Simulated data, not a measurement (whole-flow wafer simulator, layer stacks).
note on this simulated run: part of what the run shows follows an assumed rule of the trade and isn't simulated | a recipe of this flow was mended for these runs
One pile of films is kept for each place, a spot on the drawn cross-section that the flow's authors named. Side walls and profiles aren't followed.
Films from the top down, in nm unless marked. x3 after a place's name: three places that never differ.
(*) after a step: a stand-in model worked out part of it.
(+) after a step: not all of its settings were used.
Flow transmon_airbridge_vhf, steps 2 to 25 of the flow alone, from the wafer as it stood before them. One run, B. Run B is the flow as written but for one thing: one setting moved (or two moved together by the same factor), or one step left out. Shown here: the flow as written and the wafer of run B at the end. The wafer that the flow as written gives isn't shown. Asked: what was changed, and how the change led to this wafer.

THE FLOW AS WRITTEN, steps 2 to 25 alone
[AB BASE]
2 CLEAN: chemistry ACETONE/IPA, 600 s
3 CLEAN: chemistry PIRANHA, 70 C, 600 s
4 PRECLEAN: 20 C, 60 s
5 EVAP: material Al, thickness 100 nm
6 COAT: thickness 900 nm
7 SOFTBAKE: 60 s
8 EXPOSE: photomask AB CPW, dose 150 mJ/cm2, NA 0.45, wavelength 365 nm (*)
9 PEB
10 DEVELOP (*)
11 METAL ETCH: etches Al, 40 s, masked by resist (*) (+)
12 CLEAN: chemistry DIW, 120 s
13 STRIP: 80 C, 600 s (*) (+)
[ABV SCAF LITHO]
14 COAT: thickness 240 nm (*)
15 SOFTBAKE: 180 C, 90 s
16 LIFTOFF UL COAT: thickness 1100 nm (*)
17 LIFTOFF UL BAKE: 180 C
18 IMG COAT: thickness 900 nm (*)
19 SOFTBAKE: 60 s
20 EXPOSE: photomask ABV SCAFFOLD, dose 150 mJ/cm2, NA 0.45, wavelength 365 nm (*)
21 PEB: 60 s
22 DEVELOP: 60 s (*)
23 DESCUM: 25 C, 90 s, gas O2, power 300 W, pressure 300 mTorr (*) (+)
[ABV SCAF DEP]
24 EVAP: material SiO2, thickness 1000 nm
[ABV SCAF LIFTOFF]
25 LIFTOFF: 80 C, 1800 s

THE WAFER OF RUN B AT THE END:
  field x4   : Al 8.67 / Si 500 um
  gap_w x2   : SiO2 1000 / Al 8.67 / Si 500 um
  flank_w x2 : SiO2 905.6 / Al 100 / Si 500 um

The cause: step 11, METAL ETCH: 26 s was run, where the flow has 40 s.

How the change led to this, step by step:
  11 METAL ETCH: etches Al, 40 s, masked by resist (*) (+)
      field x4, gap_w x2: Al -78 (as written it would be: Al -86.7 (all of it), Si -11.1)
      ground_far, pad_w x2, flank_w x2, cpw_trace, trace_open_s x2, margin_s x3: i-line-resist -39 (as written it would be: i-line-resist -60)
  13 STRIP: 80 C, 600 s (*) (+)
      ground_far, pad_w x2, flank_w x2, cpw_trace, trace_open_s x2, margin_s x3: i-line-resist -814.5 (all of it) (as written it would be: i-line-resist -793.5 (all of it))
Counting metal films that touch as one body, field x4 has 1 body; the flow as written gives 0 bodies.
Counting metal films that touch as one body, gap_w x2 has 1 body; the flow as written gives 0 bodies.
